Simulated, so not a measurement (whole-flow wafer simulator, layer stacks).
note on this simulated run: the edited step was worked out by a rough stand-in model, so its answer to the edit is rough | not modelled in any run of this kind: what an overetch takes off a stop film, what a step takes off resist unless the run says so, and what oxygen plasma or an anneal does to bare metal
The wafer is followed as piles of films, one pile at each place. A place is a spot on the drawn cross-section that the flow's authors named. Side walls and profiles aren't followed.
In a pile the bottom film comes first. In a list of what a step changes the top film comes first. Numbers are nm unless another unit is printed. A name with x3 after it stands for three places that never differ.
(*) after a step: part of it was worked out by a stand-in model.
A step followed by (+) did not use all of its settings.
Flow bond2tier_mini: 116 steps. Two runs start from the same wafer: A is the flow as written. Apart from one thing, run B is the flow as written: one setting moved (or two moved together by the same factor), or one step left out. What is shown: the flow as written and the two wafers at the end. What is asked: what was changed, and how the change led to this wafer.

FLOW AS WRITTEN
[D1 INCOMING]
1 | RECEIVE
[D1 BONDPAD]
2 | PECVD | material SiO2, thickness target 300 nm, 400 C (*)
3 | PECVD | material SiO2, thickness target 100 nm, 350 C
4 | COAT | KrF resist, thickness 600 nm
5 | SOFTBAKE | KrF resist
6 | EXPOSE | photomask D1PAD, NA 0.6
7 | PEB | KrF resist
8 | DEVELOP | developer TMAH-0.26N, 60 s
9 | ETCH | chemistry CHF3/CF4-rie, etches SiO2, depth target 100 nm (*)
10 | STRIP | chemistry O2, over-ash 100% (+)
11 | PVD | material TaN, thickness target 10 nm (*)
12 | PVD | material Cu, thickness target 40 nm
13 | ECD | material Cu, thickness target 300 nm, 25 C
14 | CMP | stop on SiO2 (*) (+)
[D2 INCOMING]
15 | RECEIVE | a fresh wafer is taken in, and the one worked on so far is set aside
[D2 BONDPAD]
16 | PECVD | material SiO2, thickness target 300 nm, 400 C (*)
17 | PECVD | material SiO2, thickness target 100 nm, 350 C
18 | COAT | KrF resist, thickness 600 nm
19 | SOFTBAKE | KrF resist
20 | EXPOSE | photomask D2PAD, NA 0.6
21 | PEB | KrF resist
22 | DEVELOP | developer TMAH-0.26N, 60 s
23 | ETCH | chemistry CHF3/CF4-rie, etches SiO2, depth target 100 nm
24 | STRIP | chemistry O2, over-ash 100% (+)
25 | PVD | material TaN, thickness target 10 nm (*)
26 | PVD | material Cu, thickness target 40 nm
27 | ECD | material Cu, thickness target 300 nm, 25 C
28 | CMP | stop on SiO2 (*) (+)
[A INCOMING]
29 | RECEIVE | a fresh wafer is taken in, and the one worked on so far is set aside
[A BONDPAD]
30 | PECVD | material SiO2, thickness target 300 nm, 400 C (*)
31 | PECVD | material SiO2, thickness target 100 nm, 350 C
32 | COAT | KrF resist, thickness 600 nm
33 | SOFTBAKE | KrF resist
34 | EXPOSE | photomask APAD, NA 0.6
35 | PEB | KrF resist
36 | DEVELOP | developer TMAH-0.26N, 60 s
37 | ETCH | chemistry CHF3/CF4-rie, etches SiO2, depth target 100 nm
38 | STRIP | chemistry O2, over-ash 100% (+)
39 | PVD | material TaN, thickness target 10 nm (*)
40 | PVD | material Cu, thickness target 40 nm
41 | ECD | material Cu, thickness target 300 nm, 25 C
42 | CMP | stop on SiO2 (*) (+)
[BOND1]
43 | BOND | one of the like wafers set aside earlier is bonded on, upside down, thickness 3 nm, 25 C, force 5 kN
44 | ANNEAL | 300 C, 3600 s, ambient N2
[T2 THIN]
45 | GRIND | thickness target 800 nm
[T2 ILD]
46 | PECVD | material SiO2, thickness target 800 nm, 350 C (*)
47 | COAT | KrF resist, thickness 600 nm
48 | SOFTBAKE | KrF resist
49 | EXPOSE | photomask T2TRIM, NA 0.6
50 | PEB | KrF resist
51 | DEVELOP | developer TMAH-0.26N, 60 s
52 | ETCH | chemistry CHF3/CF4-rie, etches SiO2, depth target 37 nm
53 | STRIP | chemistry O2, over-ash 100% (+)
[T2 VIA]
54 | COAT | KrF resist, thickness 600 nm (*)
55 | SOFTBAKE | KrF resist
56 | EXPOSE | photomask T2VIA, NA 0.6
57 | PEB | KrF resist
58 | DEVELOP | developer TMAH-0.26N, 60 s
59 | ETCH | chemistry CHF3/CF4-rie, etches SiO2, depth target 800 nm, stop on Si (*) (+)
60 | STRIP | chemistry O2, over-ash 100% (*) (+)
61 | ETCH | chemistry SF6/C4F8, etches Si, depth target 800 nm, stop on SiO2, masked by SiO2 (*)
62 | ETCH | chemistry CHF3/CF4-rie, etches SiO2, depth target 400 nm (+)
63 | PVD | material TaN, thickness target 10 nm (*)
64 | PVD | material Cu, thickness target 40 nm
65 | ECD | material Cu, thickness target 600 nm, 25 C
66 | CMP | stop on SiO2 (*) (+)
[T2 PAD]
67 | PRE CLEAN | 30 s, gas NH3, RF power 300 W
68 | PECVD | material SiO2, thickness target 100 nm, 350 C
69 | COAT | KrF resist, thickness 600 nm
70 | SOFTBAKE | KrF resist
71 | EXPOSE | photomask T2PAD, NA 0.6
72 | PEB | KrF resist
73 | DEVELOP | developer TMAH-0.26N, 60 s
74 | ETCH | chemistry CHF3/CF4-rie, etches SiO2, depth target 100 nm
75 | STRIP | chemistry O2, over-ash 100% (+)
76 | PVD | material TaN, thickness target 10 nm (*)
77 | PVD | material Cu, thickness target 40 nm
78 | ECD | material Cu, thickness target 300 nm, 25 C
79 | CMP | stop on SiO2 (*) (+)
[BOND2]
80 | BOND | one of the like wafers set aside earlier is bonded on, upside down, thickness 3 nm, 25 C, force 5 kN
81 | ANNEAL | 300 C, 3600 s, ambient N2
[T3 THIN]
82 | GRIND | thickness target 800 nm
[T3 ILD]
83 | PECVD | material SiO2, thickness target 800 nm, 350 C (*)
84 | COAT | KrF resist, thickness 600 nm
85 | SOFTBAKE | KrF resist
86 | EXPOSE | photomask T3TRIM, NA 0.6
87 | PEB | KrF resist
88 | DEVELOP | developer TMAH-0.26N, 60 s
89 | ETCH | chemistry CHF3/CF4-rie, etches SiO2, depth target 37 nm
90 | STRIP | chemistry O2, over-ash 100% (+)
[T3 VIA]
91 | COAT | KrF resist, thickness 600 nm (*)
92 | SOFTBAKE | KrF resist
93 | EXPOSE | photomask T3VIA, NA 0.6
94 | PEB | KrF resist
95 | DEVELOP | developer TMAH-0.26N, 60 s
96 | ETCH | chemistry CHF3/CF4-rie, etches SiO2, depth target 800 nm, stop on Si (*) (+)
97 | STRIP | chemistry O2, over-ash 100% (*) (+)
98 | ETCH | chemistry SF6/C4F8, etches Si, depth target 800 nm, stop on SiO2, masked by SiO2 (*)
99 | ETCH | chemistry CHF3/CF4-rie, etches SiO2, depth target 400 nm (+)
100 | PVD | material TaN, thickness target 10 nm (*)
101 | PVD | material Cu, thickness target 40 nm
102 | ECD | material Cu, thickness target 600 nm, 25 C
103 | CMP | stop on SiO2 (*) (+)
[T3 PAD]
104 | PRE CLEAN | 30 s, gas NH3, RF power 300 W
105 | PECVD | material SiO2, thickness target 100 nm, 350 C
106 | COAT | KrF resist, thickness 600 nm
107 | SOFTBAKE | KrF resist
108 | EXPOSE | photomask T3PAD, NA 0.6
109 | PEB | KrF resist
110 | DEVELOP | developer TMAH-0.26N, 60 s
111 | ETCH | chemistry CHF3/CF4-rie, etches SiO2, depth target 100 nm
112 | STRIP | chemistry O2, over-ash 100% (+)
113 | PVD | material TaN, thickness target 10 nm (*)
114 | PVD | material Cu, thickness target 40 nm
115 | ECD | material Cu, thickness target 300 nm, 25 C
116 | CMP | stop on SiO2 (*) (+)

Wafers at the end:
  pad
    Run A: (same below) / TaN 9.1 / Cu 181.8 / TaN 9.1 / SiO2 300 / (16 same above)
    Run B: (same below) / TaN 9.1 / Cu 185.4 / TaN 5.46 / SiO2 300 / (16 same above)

Cause: step 11, PVD: thickness target 6 nm was run, whereas the flow has thickness target 10 nm.

The path from the change to this, step by step:
  11 | PVD | material TaN, thickness target 10 nm (*)
      field: A +10 TaN (new film) | B +6 TaN (new film)
      pad: A +9.1 TaN (new film) | B +5.46 TaN (new film)
      (as well as at 1 more place)
  14 | CMP | stop on SiO2 (*) (+)
      field: A -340 Cu (all of it), -10 TaN (all of it) | B -340 Cu (all of it), -6 TaN (all of it)
  43 | BOND | one of the like wafers set aside earlier is bonded on, upside down, thickness 3 nm, 25 C, force 5 kN
      pad: A +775 um Si (new film), +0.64 chemical SiO2 (new film), +300 SiO2 (new film), +9.1 TaN (new film), +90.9 Cu | B +775 um Si (new film), +0.64 chemical SiO2 (new film), +300 SiO2 (new film), +5.46 TaN (new film), +94.5 Cu
      via: A +775 um Si (new film), +0.64 chemical SiO2 (new film), +300 SiO2 (new film), +9.97 TaN (new film), +90 Cu | B +775 um Si (new film), +0.64 chemical SiO2 (new film), +300 SiO2 (new film), +5.98 TaN (new film), +94 Cu
